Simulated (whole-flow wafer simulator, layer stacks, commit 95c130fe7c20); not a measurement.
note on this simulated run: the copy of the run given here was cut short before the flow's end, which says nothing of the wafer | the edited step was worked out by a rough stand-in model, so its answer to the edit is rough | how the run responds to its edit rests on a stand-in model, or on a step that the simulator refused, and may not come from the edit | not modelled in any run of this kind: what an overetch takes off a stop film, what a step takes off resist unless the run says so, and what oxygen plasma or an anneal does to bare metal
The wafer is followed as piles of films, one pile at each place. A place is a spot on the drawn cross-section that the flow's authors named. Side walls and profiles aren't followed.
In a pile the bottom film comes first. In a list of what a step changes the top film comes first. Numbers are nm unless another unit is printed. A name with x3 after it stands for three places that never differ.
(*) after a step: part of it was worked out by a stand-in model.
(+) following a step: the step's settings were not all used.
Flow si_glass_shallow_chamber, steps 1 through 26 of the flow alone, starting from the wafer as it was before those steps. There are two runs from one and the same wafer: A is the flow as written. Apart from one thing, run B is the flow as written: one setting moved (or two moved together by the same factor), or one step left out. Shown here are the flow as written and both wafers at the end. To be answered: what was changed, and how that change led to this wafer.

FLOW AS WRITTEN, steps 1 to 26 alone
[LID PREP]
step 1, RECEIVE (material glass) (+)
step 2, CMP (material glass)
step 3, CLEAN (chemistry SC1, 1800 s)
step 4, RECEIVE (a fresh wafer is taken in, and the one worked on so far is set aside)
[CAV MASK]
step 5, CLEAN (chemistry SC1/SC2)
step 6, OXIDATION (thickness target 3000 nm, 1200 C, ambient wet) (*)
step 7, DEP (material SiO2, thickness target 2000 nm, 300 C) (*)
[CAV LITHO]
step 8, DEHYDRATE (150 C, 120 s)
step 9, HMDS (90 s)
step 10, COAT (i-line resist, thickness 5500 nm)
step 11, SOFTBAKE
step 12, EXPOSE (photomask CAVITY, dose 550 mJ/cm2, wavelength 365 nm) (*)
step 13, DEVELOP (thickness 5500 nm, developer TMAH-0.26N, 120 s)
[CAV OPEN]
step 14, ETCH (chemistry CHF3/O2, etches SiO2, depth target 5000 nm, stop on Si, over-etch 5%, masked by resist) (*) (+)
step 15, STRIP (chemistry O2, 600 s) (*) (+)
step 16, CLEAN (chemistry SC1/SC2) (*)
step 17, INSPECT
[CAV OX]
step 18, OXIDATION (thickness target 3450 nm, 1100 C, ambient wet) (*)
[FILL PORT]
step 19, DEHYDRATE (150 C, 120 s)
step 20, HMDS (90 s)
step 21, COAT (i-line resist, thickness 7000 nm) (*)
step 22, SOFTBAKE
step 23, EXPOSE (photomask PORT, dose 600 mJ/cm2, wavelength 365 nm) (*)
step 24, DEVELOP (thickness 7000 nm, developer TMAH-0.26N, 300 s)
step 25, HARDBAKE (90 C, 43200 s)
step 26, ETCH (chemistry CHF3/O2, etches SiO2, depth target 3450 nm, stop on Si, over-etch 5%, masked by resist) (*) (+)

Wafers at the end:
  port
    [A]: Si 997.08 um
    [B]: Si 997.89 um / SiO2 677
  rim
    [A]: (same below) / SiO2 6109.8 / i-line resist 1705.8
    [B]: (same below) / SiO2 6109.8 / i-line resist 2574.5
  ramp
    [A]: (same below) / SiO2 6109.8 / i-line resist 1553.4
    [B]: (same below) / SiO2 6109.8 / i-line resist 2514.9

What caused this: step 14, ETCH: depth target 2375 nm was run, while the flow as written has depth target 5000 nm.

The path from the change to this, step by step:
  step 14, ETCH (chemistry CHF3/O2, etches SiO2, depth target 5000 nm, stop on Si, over-etch 5%, masked by resist) (*) (+)
      cav, port: A SiO2 loses 5000 (all of it), Si loses 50 | B SiO2 loses 2493.8
      rim, ramp, septum, ring: A i-line resist loses 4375 | B i-line resist loses 2078.1
  step 15, STRIP (chemistry O2, 600 s) (*) (+)
      cav, port: A chemical SiO2 gains 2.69 (new film), Si loses 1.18 | B nothing
      rim, ramp, septum, ring: A i-line resist loses 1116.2 (all of it) | B i-line resist loses 3413 (all of it)
  step 18, OXIDATION (thickness target 3450 nm, 1100 C, ambient wet) (*)
      cav, port: A SiO2 gains 3450 (new film), chemical SiO2 loses 2.69 (all of it), Si loses 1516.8 | B SiO2 gains 1793.3, Si loses 789
  step 21, COAT (i-line resist, thickness 7000 nm) (*)
      rim: A i-line resist gains 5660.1 (new film) | B i-line resist gains 6229 (new film)
      ramp: A i-line resist gains 5087.8 (new film) | B i-line resist gains 5885.5 (new film)
      (also at 2 further places)
  step 22, SOFTBAKE
      rim: A i-line resist loses 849 | B i-line resist loses 514.5
      ramp: A i-line resist loses 434.5 | B i-line resist loses 233.2
      (also at 4 further places)
  step 24, DEVELOP (thickness 7000 nm, developer TMAH-0.26N, 300 s)
      port: A i-line resist loses 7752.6 (all of it) | B i-line resist loses 7463.4 (all of it)
  step 25, HARDBAKE (90 C, 43200 s)
      rim: A i-line resist loses 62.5 | B i-line resist loses 97.3
      ramp: A i-line resist loses 57.1 | B i-line resist loses 94.7
      (also at 1 further place)
  step 26, ETCH (chemistry CHF3/O2, etches SiO2, depth target 3450 nm, stop on Si, over-etch 5%, masked by resist) (*) (+)
      port: A SiO2 loses 3450 (all of it), Si loses 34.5 | B SiO2 loses 3622.5
